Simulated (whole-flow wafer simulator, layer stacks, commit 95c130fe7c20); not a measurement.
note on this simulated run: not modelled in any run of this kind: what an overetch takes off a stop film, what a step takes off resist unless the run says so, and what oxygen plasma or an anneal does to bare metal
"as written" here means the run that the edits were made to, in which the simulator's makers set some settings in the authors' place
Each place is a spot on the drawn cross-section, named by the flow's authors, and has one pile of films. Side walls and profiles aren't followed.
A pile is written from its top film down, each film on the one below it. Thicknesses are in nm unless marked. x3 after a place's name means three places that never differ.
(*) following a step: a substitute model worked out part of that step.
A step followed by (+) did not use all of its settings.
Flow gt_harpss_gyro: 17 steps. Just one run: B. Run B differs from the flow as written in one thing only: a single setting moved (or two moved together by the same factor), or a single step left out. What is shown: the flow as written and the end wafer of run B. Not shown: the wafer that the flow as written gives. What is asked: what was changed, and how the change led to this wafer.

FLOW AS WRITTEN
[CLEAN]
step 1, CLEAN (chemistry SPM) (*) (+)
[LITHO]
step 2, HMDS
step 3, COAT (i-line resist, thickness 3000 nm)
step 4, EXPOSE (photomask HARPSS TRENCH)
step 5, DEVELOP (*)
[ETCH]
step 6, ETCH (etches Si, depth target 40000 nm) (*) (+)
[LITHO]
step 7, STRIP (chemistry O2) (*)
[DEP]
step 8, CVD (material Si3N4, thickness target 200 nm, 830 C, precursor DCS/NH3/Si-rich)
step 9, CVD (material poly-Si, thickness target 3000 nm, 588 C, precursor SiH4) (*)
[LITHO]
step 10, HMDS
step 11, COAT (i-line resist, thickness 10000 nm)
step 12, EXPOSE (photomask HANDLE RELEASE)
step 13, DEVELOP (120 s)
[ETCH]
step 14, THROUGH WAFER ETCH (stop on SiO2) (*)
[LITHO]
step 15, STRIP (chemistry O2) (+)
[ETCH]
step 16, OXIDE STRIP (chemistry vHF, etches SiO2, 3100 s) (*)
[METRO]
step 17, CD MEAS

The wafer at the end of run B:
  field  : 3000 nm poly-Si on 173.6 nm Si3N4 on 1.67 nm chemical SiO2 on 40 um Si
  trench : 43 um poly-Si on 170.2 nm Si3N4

The reason: step 8, CVD: thickness target 173.6 nm was run, whereas the flow has thickness target 200 nm.
The wafer itself shows it: field has Si3N4 173.6, and step 8 as written asks for 200 nm.

Step by step, how the change led to this:
  step 8, CVD (material Si3N4, thickness target 200 nm, 830 C, precursor DCS/NH3/Si-rich)
      field: Si3N4 gains 173.6 (new film) (in the flow as written it would be: Si3N4 gains 200 (new film))
      trench: Si3N4 gains 170.2 (new film) (in the flow as written it would be: Si3N4 gains 195.9 (new film))
  step 9, CVD (material poly-Si, thickness target 3000 nm, 588 C, precursor SiH4) (*)
      trench: poly-Si gains 43 um (new film) (in the flow as written it would be: poly-Si gains 43.01 um (new film))
